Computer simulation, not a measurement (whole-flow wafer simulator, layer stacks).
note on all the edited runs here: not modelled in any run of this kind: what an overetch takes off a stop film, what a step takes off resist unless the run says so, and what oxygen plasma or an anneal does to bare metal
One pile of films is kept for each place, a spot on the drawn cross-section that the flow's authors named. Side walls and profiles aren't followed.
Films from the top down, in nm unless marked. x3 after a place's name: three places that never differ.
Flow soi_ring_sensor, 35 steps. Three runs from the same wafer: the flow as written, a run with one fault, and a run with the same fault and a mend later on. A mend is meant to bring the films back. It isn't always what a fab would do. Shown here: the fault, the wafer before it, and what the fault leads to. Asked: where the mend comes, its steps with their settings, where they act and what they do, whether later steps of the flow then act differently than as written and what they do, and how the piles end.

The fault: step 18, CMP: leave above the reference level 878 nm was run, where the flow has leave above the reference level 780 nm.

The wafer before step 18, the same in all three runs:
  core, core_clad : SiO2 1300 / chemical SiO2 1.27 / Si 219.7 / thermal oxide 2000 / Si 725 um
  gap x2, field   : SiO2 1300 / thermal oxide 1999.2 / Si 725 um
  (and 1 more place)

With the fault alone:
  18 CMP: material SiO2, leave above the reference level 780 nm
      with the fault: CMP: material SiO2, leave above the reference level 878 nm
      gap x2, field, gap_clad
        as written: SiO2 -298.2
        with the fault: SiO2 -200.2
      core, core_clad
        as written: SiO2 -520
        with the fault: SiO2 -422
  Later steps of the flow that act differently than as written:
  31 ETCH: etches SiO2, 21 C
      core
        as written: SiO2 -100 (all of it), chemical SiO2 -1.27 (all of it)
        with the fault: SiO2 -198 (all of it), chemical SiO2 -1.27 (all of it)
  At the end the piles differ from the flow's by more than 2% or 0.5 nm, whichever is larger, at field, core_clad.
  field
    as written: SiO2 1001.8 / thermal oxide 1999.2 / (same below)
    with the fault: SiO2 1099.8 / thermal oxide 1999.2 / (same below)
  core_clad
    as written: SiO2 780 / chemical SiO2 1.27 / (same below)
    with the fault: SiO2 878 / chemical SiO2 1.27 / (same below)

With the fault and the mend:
  The mend comes after step 19.
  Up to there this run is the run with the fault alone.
  19a CMP: material SiO2, leave above the reference level 780 nm (the flow's step 18 once more)
      core, gap x2, field, core_clad, gap_clad
        SiO2 -98
  No later step of the flow acts differently than as written at any place that is followed.
  At the end the piles are the same as the flow's at every place that both follow.
